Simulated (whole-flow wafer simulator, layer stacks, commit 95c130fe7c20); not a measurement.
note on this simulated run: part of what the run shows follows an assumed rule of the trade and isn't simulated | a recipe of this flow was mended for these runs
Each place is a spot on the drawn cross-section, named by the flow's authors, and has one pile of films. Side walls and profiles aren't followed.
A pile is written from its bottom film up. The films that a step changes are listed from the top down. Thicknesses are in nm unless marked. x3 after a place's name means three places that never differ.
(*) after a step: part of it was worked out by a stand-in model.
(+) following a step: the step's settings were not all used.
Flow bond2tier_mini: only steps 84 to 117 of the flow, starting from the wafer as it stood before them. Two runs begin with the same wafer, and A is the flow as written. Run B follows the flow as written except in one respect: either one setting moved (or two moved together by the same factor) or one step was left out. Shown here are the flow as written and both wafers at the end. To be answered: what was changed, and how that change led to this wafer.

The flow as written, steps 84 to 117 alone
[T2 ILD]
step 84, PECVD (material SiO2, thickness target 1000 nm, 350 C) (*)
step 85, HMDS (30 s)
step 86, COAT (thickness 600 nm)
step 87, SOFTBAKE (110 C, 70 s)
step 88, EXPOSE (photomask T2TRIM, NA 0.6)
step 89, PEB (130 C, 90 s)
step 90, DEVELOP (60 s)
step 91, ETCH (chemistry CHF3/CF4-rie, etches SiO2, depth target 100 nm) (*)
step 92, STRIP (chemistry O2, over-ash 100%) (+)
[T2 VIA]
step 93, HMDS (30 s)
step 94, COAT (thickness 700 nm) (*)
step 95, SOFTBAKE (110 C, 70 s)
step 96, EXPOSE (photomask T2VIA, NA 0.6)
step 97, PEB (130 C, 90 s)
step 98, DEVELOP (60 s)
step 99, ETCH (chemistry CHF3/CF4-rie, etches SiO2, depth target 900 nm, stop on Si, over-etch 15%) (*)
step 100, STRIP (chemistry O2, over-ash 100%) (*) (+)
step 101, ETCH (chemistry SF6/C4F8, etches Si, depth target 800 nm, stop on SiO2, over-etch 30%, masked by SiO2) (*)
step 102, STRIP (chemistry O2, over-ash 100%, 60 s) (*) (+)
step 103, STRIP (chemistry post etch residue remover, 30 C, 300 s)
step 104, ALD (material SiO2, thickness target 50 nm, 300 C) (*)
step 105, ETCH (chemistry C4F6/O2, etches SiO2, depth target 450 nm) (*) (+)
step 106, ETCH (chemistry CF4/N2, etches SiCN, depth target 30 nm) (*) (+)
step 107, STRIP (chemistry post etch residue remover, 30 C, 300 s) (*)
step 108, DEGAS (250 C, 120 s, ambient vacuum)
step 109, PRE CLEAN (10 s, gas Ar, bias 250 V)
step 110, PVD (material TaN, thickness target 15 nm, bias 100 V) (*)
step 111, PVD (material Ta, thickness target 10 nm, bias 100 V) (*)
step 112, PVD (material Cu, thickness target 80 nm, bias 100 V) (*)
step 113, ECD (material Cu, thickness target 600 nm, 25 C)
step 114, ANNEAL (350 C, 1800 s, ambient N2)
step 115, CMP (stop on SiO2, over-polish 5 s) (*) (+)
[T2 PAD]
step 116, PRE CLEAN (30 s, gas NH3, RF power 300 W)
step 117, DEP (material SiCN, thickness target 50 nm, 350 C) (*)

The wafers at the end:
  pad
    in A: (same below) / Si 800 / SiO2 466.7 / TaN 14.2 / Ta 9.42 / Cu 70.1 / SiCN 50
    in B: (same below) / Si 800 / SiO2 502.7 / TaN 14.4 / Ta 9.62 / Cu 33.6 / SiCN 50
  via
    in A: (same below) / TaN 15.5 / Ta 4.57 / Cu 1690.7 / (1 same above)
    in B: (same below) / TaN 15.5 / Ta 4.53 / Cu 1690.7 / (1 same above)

The reason: step 91, ETCH: depth target 64 nm was run, while the flow as written has depth target 100 nm.

Step by step, how the change led to this:
  step 91, ETCH (chemistry CHF3/CF4-rie, etches SiO2, depth target 100 nm) (*)
      pad, via: A SiO2 loses 100 | B SiO2 loses 64
      field: A thick-KrF-resist loses 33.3 | B thick-KrF-resist loses 21.3
  step 92, STRIP (chemistry O2, over-ash 100%) (+)
      field: A thick-KrF-resist loses 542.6 (all of it) | B thick-KrF-resist loses 554.6 (all of it)
  step 94, COAT (thickness 700 nm) (*)
      field: A thick-KrF-resist gains 656.8 (new film) | B thick-KrF-resist gains 672.1 (new film)
      pad: A thick-KrF-resist gains 744.9 (new film) | B thick-KrF-resist gains 728.9 (new film)
  step 99, ETCH (chemistry CHF3/CF4-rie, etches SiO2, depth target 900 nm, stop on Si, over-etch 15%) (*)
      via: A SiO2 loses 900 (all of it), Si loses 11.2 | B SiO2 loses 936 (all of it), Si loses 8.25
  step 100, STRIP (chemistry O2, over-ash 100%) (*) (+)
      field: A thick-KrF-resist loses 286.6 (all of it) | B thick-KrF-resist loses 301.5 (all of it)
      pad: A thick-KrF-resist loses 372.9 (all of it) | B thick-KrF-resist loses 357.4 (all of it)
  step 112, PVD (material Cu, thickness target 80 nm, bias 100 V) (*)
      pad: A Cu gains 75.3 (new film) | B Cu gains 76.9 (new film)
  step 113, ECD (material Cu, thickness target 600 nm, 25 C)
      pad: A Cu gains 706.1 | B Cu gains 668
